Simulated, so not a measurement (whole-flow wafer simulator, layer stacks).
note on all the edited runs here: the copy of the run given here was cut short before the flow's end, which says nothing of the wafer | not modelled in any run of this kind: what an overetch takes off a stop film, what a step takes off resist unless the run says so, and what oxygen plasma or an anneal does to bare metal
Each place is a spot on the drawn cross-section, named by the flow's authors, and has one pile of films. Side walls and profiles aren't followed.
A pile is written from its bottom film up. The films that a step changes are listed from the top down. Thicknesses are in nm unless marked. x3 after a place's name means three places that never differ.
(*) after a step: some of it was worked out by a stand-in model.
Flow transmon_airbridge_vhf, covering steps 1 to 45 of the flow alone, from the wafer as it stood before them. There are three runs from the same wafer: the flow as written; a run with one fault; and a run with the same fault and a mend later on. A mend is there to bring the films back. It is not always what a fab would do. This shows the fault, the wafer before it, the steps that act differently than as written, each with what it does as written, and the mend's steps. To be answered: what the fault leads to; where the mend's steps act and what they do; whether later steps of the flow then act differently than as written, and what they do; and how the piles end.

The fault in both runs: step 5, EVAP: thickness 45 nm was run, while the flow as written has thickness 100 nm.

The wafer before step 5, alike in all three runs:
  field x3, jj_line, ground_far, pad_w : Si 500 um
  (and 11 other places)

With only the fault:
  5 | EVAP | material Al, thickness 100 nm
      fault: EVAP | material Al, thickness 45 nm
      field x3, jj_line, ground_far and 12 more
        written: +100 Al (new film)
        fault: +45 Al (new film)
  Later steps of the flow acting differently than as written (11 other steps are not shown; they differ only slightly, by no more than 2% or 0.5 nm, whichever is larger):
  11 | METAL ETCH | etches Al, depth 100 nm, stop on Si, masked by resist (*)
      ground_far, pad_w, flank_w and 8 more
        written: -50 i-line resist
        fault: -33.8 i-line resist
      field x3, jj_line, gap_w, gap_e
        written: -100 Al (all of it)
        fault: -45 Al (all of it)
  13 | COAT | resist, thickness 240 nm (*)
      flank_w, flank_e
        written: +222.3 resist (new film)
        fault: +231.2 resist (new film)
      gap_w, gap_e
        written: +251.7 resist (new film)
        fault: +245.7 resist (new film)
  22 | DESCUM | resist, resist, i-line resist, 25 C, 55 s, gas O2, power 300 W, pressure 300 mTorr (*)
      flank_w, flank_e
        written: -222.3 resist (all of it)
        fault: -231.2 resist (all of it)
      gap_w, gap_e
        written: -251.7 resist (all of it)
        fault: -245.7 resist (all of it)
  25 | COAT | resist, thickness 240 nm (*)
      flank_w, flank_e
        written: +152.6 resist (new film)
        fault: +159.4 resist (new film)
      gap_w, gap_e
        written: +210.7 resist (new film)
        fault: +204.7 resist (new film)
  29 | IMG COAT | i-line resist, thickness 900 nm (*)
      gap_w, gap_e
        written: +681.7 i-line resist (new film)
        fault: +667.3 i-line resist (new film)
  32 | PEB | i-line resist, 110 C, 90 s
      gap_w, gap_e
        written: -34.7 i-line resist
        fault: -34 i-line resist
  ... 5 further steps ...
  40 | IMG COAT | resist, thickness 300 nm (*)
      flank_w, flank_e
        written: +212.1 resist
        fault: +220 resist
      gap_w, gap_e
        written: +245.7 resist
        fault: +240.6 resist
  By the end, the piles at ground_far, pad_w, flank_w and 10 more depart from the flow's by more than 2% or 0.5 nm, whichever is larger.
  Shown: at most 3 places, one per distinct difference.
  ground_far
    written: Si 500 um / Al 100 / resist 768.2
    fault: Si 500 um / Al 45 / resist 768.2
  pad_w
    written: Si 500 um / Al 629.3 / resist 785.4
    fault: Si 499.99 um / Al 591.3 / resist 785.5
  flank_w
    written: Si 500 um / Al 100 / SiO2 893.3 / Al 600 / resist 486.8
    fault: Si 500 um / Al 45 / SiO2 893 / Al 600 / resist 497.3

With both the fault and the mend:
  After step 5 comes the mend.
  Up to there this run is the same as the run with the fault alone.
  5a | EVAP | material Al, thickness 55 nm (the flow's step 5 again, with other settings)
      field x3, jj_line, ground_far and 12 more
        +55 Al
  Later steps of the flow that are run all act as written at every place that is followed.
  By the end, the piles equal the flow's at every place that both follow.
